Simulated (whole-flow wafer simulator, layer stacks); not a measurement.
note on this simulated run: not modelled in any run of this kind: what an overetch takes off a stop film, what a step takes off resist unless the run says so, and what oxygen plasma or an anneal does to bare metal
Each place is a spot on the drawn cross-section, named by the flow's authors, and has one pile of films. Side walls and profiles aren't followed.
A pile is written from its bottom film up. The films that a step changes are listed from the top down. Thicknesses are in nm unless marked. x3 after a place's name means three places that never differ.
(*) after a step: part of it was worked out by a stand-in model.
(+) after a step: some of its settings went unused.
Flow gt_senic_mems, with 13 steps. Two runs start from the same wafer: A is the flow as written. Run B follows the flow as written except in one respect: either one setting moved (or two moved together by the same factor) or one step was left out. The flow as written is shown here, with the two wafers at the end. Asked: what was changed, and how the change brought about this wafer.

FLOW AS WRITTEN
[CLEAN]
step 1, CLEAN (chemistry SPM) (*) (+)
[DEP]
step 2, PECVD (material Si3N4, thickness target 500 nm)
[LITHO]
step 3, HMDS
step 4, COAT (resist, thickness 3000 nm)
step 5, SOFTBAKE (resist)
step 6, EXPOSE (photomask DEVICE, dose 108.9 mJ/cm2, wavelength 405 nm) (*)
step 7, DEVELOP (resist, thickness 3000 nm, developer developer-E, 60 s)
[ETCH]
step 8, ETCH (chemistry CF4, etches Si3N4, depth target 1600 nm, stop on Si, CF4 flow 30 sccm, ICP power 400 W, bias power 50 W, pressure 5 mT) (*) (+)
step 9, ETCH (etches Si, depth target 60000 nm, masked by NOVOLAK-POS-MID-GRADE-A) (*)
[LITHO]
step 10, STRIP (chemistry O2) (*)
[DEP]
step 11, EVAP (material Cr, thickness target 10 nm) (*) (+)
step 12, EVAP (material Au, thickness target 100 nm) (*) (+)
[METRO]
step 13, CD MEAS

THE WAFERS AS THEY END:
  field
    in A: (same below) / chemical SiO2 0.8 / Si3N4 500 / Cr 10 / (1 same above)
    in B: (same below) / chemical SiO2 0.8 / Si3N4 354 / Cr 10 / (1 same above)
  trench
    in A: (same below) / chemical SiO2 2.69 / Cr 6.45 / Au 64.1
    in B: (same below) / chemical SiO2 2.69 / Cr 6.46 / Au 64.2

Cause: step 2, PECVD: thickness target 354 nm was run, whereas the flow has thickness target 500 nm.
The wafer itself shows it: field has Si3N4 354, and step 2 as written asks for 500 nm.

The path from the change to this, step by step:
  step 2, PECVD (material Si3N4, thickness target 500 nm)
      field, trench: A Si3N4 gains 500 (new film) | B Si3N4 gains 354 (new film)
  step 8, ETCH (chemistry CF4, etches Si3N4, depth target 1600 nm, stop on Si, CF4 flow 30 sccm, ICP power 400 W, bias power 50 W, pressure 5 mT) (*) (+)
      field: A resist loses 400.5 | B resist loses 303.2
      trench: A Si3N4 loses 500 (all of it), chemical SiO2 loses 0.8 (all of it) | B Si3N4 loses 354 (all of it), chemical SiO2 loses 0.8 (all of it)
  step 10, STRIP (chemistry O2) (*)
      field: A resist loses 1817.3 (all of it) | B resist loses 1914.6 (all of it)
